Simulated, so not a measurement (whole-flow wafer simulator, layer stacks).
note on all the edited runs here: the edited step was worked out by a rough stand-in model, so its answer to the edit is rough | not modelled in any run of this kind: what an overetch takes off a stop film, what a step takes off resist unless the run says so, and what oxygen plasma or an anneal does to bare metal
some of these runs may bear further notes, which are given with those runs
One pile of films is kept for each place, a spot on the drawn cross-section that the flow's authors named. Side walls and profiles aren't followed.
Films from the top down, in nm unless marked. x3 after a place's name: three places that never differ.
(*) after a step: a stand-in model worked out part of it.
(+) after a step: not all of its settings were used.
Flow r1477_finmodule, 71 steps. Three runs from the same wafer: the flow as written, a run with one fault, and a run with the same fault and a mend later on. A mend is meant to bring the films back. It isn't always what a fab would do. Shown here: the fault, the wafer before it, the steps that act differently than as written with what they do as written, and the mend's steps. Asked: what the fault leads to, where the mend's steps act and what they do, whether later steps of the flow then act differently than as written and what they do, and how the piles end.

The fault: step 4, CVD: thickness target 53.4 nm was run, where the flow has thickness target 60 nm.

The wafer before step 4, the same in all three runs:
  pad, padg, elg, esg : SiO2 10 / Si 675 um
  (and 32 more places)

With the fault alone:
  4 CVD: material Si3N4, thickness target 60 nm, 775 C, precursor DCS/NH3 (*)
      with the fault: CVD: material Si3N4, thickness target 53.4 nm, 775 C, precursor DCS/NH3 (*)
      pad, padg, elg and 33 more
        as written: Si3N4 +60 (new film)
        with the fault: Si3N4 +53.4 (new film)
  Later steps of the flow that act differently than as written (5 more steps differ only slightly, by at most 2% or 0.5 nm, whichever is larger, and aren't shown):
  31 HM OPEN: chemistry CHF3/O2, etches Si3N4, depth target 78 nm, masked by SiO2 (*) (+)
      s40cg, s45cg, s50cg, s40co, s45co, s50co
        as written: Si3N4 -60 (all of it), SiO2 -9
        with the fault: Si3N4 -53.4 (all of it), SiO2 -10 (all of it)
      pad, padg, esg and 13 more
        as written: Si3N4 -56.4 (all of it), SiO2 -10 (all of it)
        with the fault: Si3N4 -49.8 (all of it), SiO2 -10 (all of it)
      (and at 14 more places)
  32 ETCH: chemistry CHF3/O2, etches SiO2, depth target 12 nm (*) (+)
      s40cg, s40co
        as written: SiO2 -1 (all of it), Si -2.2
        with the fault: Si -2.09
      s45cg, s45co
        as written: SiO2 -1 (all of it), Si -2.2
        with the fault: Si -2.13
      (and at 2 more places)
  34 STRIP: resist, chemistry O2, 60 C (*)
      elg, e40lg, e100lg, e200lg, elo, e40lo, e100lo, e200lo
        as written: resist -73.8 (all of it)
        with the fault: resist -77.1 (all of it)
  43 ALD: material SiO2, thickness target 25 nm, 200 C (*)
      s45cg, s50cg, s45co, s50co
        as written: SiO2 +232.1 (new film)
        with the fault: SiO2 +227.1 (new film)
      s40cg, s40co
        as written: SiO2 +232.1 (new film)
        with the fault: SiO2 +227 (new film)
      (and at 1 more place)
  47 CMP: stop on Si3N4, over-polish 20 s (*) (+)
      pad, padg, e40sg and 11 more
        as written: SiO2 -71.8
        with the fault: SiO2 -78.4
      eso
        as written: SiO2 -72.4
        with the fault: SiO2 -79
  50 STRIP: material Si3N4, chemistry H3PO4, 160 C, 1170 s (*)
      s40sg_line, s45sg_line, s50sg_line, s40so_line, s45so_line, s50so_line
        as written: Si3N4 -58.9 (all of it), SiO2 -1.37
        with the fault: Si3N4 -52.3 (all of it), SiO2 -1.57
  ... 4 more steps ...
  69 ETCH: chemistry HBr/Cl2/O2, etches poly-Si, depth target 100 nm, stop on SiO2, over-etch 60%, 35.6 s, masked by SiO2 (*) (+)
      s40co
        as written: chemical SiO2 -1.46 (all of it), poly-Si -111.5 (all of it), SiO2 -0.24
        with the fault: chemical SiO2 -1.46 (all of it), poly-Si -120.1 (all of it), SiO2 -0.2
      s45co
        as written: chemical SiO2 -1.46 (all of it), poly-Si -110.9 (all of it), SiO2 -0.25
        with the fault: chemical SiO2 -1.46 (all of it), poly-Si -120.1 (all of it), SiO2 -0.2
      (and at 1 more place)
  At the end the piles differ from the flow's by more than 2% or 0.5 nm, whichever is larger, at pad, padg, elg and 27 more.
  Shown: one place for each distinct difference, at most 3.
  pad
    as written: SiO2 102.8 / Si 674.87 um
    with the fault: SiO2 96.2 / Si 674.87 um
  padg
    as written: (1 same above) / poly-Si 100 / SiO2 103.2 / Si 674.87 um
    with the fault: (1 same above) / poly-Si 100 / SiO2 96.6 / Si 674.87 um
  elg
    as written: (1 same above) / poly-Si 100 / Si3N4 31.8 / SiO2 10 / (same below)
    with the fault: (1 same above) / poly-Si 100 / Si3N4 25.2 / SiO2 10 / (same below)

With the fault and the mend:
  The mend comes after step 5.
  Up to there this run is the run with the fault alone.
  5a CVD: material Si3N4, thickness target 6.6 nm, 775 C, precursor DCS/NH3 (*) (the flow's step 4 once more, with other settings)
      pad, padg, elg and 33 more
        Si3N4 +6.6
  No later step of the flow acts differently than as written at any place that is followed.
  At the end the piles are the same as the flow's at every place that both follow.
